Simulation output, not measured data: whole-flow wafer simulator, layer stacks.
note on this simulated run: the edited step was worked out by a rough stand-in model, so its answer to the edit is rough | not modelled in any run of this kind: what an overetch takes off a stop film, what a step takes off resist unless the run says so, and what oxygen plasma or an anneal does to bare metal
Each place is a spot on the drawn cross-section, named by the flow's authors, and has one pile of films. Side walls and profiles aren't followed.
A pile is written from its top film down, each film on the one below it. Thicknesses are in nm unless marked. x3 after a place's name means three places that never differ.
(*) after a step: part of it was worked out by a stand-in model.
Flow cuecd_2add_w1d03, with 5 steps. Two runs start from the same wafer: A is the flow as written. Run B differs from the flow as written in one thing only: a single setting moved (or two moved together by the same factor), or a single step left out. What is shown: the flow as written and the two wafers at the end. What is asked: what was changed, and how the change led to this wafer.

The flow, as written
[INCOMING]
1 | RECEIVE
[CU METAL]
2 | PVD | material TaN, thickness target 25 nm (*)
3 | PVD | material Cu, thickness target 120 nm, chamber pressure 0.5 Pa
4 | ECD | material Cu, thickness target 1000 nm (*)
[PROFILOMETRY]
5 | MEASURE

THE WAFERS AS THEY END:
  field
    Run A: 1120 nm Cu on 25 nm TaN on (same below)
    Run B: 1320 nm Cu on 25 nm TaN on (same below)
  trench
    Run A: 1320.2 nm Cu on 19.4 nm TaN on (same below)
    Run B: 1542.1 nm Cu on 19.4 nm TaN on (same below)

What caused this: step 4, ECD: thickness target 1200 nm was run, whereas the flow has thickness target 1000 nm.

Step by step, how the change led to this:
  4 | ECD | material Cu, thickness target 1000 nm (*)
      field: A Cu gains 1000 | B Cu gains 1200
      trench: A Cu gains 1226.8 | B Cu gains 1448.7
